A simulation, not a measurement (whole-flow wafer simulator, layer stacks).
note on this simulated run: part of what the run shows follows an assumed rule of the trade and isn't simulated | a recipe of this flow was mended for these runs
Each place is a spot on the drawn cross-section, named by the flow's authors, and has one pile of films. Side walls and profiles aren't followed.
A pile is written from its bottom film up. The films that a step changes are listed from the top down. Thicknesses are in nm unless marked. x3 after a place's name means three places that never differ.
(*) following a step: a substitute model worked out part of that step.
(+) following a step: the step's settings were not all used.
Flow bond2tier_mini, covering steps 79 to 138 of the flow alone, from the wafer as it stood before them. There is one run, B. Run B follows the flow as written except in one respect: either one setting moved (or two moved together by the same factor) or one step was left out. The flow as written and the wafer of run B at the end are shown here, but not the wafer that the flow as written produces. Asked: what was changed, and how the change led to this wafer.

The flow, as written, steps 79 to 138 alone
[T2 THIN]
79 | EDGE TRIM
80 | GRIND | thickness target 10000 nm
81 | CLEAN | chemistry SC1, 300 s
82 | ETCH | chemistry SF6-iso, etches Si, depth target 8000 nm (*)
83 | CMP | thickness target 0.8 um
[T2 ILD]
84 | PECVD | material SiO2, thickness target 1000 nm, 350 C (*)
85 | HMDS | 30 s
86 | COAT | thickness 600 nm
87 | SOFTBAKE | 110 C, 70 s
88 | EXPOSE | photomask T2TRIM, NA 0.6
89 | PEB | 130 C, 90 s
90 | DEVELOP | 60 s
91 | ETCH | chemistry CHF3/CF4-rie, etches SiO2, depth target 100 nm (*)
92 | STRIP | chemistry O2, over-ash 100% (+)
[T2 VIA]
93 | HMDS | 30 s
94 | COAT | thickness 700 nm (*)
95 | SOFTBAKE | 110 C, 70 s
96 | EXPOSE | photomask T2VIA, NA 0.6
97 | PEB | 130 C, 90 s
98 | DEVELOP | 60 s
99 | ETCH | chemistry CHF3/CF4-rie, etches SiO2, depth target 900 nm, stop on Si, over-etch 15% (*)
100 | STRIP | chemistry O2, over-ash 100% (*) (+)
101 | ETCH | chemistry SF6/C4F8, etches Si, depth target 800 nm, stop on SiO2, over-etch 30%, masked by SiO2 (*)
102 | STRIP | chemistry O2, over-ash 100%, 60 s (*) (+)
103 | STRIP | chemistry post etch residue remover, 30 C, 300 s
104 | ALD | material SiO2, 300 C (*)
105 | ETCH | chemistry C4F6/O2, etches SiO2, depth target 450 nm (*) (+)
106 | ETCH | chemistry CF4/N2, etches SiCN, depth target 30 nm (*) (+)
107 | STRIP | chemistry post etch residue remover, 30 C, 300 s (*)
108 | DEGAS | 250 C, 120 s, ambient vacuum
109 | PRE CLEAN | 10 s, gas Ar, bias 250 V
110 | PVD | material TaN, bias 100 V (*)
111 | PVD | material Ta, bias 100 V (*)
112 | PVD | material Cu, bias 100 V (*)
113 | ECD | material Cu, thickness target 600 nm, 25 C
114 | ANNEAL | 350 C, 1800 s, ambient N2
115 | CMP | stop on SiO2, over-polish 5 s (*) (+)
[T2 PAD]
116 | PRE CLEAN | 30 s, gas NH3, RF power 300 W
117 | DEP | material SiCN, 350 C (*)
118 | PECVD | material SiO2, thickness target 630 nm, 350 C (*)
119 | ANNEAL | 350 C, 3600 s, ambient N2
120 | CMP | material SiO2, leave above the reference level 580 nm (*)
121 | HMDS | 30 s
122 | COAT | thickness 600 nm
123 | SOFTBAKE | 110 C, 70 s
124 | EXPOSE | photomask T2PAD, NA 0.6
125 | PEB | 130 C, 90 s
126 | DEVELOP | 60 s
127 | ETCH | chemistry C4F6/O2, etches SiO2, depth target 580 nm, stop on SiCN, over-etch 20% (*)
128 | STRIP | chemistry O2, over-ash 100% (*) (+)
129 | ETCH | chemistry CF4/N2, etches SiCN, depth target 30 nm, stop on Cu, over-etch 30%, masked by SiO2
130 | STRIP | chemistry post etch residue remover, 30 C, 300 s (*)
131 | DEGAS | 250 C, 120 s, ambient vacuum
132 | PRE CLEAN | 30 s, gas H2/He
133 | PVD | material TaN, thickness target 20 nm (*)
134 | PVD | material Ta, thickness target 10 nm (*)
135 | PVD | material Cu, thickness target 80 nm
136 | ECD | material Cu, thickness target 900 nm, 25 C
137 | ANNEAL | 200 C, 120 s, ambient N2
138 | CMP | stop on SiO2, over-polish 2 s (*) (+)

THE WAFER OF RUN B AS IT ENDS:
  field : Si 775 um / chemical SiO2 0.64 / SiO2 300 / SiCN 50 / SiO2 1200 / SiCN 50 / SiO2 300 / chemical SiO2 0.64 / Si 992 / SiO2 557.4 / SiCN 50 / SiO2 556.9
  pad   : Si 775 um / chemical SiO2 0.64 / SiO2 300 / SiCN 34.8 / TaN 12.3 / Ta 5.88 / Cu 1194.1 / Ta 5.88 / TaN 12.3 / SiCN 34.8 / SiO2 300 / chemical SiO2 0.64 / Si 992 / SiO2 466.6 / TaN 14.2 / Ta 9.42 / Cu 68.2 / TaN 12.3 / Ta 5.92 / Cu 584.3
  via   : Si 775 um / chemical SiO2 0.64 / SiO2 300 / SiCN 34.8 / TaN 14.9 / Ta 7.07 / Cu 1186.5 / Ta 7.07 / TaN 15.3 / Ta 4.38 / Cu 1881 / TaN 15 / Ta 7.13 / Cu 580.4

What caused this: step 83, CMP: thickness target 0.992 um was run, whereas the flow has thickness target 0.8 um.

Step by step, how the change led to this:
  83 | CMP | thickness target 0.8 um
      field, pad, via: -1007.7 Si (it would be, as written: -1199.7 Si)
  101 | ETCH | chemistry SF6/C4F8, etches Si, depth target 800 nm, stop on SiO2, over-etch 30%, masked by SiO2 (*)
      via: -980.8 Si (all of it), -0.64 chemical SiO2 (all of it) (it would be, as written: -788.8 Si (all of it), -0.64 chemical SiO2 (all of it), -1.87 SiO2)
  112 | PVD | material Cu, bias 100 V (*)
      via: +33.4 Cu (new film) (it would be, as written: +35 Cu (new film))
  113 | ECD | material Cu, thickness target 600 nm, 25 C
      via: +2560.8 Cu (it would be, as written: +2367 Cu)
